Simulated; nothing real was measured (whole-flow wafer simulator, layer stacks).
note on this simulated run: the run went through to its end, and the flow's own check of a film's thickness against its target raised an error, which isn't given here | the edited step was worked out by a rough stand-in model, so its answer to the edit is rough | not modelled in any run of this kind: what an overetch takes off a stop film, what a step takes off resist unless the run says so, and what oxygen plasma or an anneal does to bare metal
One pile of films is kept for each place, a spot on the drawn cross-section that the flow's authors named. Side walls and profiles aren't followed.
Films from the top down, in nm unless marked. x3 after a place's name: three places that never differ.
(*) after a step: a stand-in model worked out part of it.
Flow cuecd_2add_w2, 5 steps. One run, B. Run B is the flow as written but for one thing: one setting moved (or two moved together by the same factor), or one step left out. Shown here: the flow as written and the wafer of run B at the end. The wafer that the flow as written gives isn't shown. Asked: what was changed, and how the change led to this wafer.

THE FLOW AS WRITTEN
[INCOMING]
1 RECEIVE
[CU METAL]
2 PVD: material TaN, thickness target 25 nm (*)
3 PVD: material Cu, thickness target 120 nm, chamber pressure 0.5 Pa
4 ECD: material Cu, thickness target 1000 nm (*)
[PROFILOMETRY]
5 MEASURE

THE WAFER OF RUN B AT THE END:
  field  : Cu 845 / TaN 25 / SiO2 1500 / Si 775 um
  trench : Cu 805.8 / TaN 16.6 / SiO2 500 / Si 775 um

The cause: step 4, ECD: thickness target 725 nm was run, where the flow has thickness target 1000 nm.

How the change led to this, step by step:
  4 ECD: material Cu, thickness target 1000 nm (*)
      field: Cu +725 (as written it would be: Cu +1000)
      trench: Cu +725 (as written it would be: Cu +2047.6)
